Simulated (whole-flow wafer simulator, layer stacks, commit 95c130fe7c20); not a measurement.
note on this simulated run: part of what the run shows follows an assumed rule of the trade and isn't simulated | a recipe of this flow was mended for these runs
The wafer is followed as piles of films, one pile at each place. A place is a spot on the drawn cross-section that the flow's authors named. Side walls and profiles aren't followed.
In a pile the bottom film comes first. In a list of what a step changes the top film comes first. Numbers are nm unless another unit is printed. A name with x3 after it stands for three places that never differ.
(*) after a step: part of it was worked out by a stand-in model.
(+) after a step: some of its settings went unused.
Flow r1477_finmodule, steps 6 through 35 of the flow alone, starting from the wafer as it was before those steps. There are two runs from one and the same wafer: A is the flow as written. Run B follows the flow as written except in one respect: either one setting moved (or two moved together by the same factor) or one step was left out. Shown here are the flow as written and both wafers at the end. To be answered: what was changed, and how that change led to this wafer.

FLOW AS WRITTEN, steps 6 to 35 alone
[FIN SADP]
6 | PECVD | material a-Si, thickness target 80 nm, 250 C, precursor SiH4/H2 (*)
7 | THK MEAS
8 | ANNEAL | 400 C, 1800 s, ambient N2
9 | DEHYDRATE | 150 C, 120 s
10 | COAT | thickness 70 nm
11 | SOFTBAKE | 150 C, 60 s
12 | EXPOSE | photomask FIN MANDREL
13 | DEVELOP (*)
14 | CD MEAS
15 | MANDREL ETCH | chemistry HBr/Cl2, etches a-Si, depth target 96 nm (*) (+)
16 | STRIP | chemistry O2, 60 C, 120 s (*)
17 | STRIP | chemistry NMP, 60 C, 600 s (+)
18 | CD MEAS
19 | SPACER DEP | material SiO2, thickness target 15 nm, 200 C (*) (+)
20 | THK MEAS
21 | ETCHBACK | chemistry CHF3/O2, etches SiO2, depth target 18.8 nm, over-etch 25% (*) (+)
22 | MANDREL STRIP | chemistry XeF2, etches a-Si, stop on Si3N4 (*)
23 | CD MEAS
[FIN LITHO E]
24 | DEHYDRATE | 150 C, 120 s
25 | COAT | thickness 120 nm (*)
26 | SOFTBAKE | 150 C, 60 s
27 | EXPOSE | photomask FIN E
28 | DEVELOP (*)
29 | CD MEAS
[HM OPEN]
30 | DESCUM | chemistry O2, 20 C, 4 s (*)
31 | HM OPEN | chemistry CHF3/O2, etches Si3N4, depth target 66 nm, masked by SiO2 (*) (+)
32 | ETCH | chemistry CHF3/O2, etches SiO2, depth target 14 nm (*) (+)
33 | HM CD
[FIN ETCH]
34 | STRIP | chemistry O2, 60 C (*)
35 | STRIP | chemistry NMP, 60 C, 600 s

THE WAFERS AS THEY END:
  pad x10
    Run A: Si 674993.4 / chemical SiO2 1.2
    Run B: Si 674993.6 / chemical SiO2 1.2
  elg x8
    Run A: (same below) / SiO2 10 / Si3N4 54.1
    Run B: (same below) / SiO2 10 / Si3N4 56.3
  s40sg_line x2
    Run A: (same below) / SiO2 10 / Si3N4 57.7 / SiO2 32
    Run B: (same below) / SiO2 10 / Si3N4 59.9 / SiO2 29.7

What caused this: step 15, MANDREL ETCH: depth target 80.6 nm was run, though the flow has depth target 96 nm.

Step by step, how the change led to this:
  15 | MANDREL ETCH | chemistry HBr/Cl2, etches a-Si, depth target 96 nm (*) (+)
      pad x10, elg x8, s40sg x2, s40sg_line x2, s45sg x2, s45sg_line x2, s50sg x2, s50sg_line x2: A -80 a-Si (all of it), -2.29 Si3N4 | B -80 a-Si (all of it), -0.09 Si3N4
      s40cg x2, s45cg x2, s50cg x2: A -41 e-beam-resist | B -35.1 e-beam-resist
  16 | STRIP | chemistry O2, 60 C, 120 s (*)
      s40cg x2, s45cg x2, s50cg x2: A +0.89 chemical SiO2 (new film), -29 e-beam-resist (all of it), -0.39 a-Si | B +0.79 chemical SiO2 (new film), -34.9 e-beam-resist (all of it), -0.35 a-Si
  31 | HM OPEN | chemistry CHF3/O2, etches Si3N4, depth target 66 nm, masked by SiO2 (*) (+)
      pad x10, s40sg x2, s45sg x2, s50sg x2: A -54.1 Si3N4 (all of it), -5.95 SiO2 | B -56.3 Si3N4 (all of it), -4.85 SiO2
  32 | ETCH | chemistry CHF3/O2, etches SiO2, depth target 14 nm (*) (+)
      pad x10, s40sg x2, s45sg x2, s50sg x2: A -4.05 SiO2 (all of it), -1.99 Si | B -5.15 SiO2 (all of it), -1.77 Si
